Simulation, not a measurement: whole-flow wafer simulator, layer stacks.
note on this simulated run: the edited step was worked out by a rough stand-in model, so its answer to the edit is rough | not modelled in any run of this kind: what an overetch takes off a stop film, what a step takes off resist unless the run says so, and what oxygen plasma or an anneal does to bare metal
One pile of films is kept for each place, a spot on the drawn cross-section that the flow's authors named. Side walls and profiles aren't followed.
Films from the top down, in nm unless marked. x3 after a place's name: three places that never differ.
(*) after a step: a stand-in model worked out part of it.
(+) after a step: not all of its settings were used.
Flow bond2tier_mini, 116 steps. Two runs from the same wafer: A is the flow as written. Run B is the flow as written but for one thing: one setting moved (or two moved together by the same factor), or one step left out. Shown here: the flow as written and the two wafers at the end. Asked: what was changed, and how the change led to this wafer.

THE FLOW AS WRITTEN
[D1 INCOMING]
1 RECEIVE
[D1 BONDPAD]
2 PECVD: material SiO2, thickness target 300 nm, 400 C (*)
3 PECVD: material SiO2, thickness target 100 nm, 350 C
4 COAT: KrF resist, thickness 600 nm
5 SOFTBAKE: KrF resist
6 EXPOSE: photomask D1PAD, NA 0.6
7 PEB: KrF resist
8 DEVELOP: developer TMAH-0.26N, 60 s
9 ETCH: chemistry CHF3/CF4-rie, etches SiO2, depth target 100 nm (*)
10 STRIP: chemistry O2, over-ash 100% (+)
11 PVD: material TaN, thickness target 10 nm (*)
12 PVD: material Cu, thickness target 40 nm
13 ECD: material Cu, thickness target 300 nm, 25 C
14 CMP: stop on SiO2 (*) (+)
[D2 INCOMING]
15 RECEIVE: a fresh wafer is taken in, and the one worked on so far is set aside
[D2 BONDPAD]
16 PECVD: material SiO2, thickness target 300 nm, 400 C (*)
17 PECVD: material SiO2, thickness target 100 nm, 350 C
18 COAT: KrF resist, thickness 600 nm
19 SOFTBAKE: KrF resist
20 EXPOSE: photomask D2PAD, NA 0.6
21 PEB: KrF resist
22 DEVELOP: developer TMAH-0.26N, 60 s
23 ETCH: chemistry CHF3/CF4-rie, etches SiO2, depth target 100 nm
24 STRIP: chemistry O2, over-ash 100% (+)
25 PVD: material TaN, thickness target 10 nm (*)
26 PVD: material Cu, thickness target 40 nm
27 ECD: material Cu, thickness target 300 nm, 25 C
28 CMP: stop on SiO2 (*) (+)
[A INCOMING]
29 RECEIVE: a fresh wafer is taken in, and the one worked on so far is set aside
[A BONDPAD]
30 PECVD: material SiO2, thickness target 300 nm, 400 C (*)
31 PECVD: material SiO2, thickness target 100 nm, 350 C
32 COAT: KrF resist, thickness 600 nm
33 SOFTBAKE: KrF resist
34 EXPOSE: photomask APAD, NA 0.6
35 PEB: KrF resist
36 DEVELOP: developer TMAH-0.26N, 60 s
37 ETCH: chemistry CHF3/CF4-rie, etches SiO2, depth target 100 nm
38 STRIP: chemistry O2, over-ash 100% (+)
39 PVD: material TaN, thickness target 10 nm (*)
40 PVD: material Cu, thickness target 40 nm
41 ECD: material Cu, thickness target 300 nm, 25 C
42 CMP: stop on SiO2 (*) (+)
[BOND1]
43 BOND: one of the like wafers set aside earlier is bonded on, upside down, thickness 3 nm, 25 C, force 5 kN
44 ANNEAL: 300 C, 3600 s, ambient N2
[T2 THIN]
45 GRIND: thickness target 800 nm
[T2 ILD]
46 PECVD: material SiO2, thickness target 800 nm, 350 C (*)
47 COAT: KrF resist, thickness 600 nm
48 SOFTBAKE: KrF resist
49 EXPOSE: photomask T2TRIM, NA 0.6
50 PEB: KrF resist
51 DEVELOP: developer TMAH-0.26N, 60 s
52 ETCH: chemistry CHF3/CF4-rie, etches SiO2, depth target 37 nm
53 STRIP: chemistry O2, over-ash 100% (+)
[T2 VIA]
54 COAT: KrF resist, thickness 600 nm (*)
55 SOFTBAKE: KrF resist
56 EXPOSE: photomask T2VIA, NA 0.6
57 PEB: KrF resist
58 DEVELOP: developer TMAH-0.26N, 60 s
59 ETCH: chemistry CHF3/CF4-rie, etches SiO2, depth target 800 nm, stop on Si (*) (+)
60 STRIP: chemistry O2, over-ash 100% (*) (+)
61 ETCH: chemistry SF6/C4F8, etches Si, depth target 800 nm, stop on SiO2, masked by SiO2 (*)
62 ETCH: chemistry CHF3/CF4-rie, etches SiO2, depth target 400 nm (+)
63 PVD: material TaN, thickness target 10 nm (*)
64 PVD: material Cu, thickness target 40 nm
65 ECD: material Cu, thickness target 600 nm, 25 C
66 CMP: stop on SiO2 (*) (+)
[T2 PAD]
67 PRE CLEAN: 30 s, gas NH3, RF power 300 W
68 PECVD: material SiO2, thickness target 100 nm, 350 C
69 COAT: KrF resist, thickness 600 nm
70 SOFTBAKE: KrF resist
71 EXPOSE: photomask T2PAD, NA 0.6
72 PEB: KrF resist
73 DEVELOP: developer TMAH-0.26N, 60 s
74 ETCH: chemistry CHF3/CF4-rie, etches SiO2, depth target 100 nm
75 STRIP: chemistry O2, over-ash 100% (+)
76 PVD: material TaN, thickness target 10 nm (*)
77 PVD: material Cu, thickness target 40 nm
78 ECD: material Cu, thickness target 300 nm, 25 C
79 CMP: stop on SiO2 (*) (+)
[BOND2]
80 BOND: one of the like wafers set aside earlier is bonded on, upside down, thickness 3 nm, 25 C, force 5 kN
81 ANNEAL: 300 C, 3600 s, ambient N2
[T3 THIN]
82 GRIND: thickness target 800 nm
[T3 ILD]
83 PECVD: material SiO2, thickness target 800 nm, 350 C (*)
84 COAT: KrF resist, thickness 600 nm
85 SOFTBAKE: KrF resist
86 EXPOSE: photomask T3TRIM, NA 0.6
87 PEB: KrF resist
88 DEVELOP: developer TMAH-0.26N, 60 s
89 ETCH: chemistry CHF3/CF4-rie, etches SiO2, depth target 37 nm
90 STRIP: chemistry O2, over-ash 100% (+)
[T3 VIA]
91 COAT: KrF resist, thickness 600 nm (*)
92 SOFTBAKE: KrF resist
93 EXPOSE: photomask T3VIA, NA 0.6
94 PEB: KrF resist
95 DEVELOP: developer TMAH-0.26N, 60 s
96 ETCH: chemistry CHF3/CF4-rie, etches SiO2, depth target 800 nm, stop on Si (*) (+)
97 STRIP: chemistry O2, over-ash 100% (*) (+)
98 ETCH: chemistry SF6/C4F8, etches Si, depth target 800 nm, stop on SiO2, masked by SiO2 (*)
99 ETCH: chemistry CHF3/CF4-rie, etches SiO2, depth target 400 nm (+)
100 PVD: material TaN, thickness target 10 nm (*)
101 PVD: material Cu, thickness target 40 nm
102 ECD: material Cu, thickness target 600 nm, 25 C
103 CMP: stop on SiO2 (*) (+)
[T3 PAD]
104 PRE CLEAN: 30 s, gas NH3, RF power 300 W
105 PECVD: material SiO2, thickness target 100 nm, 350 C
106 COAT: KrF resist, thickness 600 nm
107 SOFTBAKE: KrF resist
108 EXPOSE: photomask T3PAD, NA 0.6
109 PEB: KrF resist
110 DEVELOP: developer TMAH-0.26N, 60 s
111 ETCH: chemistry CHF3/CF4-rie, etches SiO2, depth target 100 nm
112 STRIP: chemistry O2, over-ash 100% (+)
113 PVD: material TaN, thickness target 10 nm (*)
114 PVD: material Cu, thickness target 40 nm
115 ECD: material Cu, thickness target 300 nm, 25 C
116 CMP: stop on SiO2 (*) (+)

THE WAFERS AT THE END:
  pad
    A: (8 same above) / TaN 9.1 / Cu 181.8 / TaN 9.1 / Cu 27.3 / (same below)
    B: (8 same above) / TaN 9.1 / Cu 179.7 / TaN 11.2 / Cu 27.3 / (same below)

The cause: step 76, PVD: thickness target 12.3 nm was run, where the flow has thickness target 10 nm.

How the change led to this, step by step:
  76 PVD: material TaN, thickness target 10 nm (*)
      field: A TaN +10 (new film) | B TaN +12.3 (new film)
      pad: A TaN +9.1 (new film) | B TaN +11.2 (new film)
  79 CMP: stop on SiO2 (*) (+)
      field: A Cu -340 (all of it), TaN -10 (all of it) | B Cu -340 (all of it), TaN -12.3 (all of it)
